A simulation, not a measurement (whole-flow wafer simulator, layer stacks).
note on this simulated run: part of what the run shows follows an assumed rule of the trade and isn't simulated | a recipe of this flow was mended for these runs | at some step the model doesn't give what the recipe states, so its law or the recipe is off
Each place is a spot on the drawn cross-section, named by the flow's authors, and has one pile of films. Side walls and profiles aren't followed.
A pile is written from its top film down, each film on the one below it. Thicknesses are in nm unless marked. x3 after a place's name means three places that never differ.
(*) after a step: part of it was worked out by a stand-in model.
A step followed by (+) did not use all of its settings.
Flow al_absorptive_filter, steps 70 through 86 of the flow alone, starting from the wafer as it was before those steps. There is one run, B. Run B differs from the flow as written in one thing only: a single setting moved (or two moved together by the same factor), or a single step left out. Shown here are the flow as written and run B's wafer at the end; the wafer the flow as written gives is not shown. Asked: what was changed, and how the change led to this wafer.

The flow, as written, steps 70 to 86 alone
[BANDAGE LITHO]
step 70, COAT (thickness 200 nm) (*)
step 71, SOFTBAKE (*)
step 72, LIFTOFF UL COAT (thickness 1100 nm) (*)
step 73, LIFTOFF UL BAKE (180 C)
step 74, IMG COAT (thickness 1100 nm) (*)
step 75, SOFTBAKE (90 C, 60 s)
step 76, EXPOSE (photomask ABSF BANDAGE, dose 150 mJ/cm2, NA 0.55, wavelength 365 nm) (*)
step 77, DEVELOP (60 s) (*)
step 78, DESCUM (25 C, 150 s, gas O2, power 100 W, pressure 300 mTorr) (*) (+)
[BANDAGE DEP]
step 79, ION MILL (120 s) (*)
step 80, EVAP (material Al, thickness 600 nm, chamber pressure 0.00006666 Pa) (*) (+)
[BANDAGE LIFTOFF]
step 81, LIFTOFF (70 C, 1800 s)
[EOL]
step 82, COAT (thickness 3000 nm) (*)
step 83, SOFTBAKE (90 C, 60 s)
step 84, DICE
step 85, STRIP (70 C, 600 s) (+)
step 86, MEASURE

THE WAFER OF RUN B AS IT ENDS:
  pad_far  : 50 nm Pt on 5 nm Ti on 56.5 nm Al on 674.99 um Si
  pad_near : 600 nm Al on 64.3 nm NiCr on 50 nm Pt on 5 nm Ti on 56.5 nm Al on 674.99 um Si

The reason: step 78, DESCUM: 109 s was run, while the flow as written has 150 s.

Step by step, how the change led to this:
  step 78, DESCUM (25 C, 150 s, gas O2, power 100 W, pressure 300 mTorr) (*) (+)
      pad_far: acrylic-e-beam-resist loses 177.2 (as written it would have been: acrylic-e-beam-resist loses 203.2 (all of it))
      pad_near: acrylic-e-beam-resist loses 177.2 (as written it would have been: acrylic-e-beam-resist loses 180.9 (all of it))
      (and at 12 other places as well)
  step 79, ION MILL (120 s) (*)
      pad_far: acrylic-e-beam-resist loses 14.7 (as written it would have been: Pt loses 14.7)
      pad_near: acrylic-e-beam-resist loses 3.71 (all of it), NiCr loses 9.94 (as written it would have been: NiCr loses 13.3)
  step 81, LIFTOFF (70 C, 1800 s)
      pad_far: Al loses 600 (all of it), acrylic-e-beam-resist loses 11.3 (all of it) (as written it would have been: nothing)
      xa_field, xl_land, idc_field: Al loses 600 (all of it), i-line-resist loses 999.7 (all of it), lift-off-underlayer loses 1100 (all of it), acrylic-e-beam-resist loses 200 (all of it) (as written it would have been: Al loses 600 (all of it), i-line-resist loses 966.4 (all of it), lift-off-underlayer loses 1100 (all of it), acrylic-e-beam-resist loses 200 (all of it))
      (and at 9 other places as well)
  step 82, COAT (thickness 3000 nm) (*)
      gnd: i-line-resist gains 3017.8 (new film) (as written it would have been: i-line-resist gains 3084.4 (new film))
      pad_far: i-line-resist gains 3039.3 (new film) (as written it would have been: i-line-resist gains 2560.9 (new film))
      (and at 1 other place as well)
  step 83, SOFTBAKE (90 C, 60 s)
      gnd: i-line-resist gains 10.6 (as written it would have been: i-line-resist gains 6.13)
      pad_far: i-line-resist loses 9.65 (as written it would have been: i-line-resist loses 44.2)
      (and at 3 other places as well)
  step 85, STRIP (70 C, 600 s) (+)
      gnd: i-line-resist loses 3028.4 (all of it) (as written it would have been: i-line-resist loses 3090.5 (all of it))
      pad_far: i-line-resist loses 3029.6 (all of it) (as written it would have been: i-line-resist loses 2516.7 (all of it))
      (and at 1 other place as well)
